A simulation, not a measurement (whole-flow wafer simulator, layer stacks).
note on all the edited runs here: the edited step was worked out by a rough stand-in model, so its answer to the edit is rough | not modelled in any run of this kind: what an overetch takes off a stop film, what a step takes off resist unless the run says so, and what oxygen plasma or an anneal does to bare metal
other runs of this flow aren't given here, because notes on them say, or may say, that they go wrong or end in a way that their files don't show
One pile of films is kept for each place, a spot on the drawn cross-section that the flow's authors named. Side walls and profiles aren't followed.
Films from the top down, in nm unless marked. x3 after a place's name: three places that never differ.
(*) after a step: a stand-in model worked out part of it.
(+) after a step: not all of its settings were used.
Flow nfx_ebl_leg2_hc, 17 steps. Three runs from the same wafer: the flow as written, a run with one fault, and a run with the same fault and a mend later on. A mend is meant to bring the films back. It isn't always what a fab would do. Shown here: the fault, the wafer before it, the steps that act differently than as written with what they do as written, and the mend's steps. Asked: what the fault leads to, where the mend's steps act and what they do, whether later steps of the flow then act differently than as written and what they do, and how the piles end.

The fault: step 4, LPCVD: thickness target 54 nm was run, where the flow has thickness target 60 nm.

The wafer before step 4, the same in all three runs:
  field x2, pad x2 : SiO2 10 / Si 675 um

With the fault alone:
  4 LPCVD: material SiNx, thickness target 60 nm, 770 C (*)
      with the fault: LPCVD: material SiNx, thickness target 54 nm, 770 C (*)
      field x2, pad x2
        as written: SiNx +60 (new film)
        with the fault: SiNx +54 (new film)
  Later steps of the flow that act differently than as written:
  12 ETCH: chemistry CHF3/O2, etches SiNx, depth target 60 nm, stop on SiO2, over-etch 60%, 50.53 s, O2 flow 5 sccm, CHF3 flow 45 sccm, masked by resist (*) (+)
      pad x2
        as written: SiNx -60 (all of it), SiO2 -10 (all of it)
        with the fault: SiNx -54 (all of it), SiO2 -10 (all of it)
  At the end the piles differ from the flow's by more than 2% or 0.5 nm, whichever is larger, at field x2.
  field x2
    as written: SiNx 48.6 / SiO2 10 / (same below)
    with the fault: SiNx 42.6 / SiO2 10 / (same below)

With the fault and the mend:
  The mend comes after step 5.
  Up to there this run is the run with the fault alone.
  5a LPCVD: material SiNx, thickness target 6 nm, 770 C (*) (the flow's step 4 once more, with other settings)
      field x2, pad x2
        SiNx +6
  No later step of the flow acts differently than as written at any place that is followed.
  At the end the piles are the same as the flow's at every place that both follow.
